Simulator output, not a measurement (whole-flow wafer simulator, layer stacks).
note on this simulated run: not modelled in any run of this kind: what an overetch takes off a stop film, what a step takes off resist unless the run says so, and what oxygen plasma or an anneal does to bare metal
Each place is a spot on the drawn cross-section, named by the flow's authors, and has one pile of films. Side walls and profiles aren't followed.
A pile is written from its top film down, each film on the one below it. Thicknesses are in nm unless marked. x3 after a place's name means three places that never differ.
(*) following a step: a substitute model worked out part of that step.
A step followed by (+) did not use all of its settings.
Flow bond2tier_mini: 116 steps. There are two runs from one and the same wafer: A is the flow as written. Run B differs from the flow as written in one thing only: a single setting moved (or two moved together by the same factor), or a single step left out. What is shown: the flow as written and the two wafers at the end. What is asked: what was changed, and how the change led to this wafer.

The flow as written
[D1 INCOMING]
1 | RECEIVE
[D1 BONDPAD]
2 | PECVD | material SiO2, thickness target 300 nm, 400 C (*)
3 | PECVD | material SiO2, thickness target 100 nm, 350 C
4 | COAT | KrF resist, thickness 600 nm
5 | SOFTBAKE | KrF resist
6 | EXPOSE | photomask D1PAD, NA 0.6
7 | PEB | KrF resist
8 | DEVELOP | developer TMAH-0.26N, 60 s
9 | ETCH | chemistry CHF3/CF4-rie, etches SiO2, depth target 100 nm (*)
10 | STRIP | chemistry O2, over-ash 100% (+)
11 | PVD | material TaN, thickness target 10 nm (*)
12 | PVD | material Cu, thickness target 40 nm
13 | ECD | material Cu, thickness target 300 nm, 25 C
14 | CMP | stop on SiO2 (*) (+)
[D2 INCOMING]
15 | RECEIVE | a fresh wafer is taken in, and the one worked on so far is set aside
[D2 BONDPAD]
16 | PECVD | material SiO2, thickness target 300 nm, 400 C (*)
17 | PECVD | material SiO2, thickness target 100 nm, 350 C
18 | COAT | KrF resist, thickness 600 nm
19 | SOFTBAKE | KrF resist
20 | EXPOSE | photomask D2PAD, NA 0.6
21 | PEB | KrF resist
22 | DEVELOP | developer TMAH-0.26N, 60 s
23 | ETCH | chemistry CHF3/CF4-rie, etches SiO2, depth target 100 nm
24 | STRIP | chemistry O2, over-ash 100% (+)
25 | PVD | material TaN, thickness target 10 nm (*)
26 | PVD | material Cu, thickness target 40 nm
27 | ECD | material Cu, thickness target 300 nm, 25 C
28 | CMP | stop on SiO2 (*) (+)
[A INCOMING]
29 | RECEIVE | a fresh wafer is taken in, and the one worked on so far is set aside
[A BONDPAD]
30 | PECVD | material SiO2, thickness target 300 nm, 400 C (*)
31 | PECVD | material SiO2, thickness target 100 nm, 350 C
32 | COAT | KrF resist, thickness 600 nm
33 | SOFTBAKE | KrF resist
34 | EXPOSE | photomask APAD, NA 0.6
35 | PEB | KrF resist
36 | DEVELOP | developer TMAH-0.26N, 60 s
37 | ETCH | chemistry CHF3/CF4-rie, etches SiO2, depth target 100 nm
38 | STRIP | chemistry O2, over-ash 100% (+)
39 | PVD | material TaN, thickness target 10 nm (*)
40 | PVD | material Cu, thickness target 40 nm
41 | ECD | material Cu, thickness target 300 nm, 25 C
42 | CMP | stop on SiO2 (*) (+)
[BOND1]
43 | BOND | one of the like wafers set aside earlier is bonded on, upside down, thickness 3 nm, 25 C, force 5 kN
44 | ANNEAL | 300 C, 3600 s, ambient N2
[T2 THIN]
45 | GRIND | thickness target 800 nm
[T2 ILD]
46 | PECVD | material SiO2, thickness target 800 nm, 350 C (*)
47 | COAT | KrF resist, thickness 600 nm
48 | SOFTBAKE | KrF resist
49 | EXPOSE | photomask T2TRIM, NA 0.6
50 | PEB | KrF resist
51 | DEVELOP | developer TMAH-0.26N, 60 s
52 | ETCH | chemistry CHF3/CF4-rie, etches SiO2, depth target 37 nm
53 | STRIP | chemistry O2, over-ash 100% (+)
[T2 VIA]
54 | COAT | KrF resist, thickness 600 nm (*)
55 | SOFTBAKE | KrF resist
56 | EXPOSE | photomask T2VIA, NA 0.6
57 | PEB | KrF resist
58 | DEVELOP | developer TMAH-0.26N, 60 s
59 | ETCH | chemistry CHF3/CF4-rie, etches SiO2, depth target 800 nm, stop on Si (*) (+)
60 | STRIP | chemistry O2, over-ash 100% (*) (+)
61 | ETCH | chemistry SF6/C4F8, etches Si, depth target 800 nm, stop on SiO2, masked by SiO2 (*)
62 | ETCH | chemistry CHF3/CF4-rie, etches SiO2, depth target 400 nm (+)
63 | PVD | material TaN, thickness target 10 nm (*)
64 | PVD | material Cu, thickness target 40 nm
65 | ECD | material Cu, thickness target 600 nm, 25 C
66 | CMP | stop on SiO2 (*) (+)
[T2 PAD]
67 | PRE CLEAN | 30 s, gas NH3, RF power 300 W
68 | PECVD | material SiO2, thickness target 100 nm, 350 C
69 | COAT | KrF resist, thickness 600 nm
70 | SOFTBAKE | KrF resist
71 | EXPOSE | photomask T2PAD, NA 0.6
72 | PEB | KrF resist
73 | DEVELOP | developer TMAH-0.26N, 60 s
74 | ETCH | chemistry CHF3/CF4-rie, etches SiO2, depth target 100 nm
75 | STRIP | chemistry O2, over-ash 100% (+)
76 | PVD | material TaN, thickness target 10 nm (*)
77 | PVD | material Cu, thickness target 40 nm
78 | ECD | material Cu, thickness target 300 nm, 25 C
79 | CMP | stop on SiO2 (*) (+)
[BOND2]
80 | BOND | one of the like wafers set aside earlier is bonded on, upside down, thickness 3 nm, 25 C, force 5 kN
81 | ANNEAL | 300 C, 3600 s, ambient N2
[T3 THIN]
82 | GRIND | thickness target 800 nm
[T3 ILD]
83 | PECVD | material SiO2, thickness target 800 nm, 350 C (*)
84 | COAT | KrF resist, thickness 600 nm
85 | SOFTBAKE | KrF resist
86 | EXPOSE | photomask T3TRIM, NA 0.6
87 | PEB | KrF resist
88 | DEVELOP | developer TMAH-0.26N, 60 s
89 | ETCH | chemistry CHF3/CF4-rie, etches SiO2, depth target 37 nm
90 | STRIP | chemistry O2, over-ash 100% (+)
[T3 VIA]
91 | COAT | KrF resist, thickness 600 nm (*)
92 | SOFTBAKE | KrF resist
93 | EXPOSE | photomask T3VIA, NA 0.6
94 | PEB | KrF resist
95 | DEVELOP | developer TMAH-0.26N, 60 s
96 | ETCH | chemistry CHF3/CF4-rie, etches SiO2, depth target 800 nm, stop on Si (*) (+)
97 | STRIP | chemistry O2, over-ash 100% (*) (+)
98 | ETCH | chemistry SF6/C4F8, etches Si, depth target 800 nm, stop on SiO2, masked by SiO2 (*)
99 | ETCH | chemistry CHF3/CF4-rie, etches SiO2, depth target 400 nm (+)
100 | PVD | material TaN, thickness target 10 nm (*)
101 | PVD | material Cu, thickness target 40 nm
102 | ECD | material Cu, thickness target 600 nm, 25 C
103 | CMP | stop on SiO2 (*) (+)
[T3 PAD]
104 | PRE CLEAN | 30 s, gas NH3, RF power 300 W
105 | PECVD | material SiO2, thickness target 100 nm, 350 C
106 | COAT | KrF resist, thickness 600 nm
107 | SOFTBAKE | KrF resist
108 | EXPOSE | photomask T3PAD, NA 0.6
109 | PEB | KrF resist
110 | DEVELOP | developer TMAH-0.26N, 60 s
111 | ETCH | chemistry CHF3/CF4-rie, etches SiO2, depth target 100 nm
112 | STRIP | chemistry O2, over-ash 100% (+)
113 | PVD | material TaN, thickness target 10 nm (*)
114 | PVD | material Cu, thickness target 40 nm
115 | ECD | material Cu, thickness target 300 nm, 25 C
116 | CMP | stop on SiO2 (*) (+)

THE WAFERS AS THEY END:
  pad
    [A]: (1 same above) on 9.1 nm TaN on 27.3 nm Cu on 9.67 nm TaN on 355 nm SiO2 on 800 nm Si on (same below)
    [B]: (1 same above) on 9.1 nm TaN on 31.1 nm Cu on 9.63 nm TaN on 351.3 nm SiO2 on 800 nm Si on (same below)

What caused this: step 89, ETCH: depth target 40.7 nm was run, though the flow has depth target 37 nm.

The path from the change to this, step by step:
  89 | ETCH | chemistry CHF3/CF4-rie, etches SiO2, depth target 37 nm
      field: A -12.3 KrF resist | B -13.6 KrF resist
      pad: A -37 SiO2 | B -40.7 SiO2
